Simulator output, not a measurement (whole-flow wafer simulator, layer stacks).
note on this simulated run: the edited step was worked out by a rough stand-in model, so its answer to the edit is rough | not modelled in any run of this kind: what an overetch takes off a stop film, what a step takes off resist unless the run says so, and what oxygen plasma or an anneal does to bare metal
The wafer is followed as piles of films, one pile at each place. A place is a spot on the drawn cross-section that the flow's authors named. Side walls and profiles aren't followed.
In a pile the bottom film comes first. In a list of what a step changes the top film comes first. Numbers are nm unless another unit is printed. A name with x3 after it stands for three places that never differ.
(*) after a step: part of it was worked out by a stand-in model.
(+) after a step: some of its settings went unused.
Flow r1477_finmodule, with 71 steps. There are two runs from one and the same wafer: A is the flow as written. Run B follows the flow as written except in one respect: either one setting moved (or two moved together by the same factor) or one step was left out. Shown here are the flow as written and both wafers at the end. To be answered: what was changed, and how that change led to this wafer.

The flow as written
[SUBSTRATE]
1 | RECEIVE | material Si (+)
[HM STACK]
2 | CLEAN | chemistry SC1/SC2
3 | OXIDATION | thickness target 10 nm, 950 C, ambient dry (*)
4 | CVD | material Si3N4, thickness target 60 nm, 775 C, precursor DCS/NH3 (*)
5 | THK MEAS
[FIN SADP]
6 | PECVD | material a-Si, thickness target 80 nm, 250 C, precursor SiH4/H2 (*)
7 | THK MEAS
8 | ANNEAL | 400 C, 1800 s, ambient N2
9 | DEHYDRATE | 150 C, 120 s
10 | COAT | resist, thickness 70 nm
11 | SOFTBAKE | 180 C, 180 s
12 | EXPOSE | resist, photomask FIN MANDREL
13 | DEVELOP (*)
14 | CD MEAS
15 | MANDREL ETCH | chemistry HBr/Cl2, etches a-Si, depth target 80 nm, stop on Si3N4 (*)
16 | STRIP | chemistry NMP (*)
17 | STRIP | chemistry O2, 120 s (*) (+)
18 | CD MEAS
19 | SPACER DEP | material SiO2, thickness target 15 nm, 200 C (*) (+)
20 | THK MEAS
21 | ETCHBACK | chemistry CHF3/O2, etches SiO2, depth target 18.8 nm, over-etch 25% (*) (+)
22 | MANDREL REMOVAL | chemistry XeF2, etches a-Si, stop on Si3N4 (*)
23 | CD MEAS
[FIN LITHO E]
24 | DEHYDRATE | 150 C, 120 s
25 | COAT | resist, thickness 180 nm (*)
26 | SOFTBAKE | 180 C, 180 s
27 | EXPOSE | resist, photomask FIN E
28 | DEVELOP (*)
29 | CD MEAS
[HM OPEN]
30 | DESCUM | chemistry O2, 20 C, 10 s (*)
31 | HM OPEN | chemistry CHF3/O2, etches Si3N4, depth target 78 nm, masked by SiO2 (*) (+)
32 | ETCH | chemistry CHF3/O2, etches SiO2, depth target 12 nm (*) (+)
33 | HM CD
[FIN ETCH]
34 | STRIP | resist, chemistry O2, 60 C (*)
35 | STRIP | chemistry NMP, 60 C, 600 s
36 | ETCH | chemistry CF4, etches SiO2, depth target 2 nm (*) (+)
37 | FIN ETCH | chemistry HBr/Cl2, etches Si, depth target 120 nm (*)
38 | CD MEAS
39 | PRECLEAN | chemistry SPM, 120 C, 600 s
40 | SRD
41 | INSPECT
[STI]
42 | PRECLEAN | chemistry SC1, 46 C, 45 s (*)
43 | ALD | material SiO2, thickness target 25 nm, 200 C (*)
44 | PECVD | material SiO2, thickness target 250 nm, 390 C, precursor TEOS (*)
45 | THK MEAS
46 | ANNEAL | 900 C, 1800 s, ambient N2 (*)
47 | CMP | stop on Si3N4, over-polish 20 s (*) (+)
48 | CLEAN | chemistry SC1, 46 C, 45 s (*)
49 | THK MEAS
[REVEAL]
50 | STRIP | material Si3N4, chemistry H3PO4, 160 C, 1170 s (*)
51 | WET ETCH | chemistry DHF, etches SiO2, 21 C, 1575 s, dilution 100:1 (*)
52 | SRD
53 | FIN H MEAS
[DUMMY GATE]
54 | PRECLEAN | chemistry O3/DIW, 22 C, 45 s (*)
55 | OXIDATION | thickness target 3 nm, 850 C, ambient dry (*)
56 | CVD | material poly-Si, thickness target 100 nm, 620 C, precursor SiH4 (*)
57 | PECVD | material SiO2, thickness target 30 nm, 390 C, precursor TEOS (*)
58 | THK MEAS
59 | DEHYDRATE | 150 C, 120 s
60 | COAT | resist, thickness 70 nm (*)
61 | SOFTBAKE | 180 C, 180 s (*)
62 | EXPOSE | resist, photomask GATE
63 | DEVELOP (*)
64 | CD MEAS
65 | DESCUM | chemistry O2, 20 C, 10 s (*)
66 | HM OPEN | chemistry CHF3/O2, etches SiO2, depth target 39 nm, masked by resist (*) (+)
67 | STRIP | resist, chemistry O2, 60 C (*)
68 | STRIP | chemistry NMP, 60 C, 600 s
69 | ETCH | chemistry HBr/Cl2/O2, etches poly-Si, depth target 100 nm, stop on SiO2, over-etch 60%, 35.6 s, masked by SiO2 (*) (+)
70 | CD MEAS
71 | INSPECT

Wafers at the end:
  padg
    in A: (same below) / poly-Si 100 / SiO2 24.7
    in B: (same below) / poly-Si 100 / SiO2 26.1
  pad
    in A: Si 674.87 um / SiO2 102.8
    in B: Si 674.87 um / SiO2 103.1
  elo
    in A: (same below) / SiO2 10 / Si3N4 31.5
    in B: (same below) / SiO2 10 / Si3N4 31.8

The reason: step 69, ETCH: depth target 74 nm was run, while the flow as written has depth target 100 nm; step 69, ETCH: 26.3 s was run, where the flow has 35.6 s.

Step by step, how the change led to this:
  69 | ETCH | chemistry HBr/Cl2/O2, etches poly-Si, depth target 100 nm, stop on SiO2, over-etch 60%, 35.6 s, masked by SiO2 (*) (+)
      padg, elg, esg and 15 more: A -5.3 SiO2 | B -3.92 SiO2
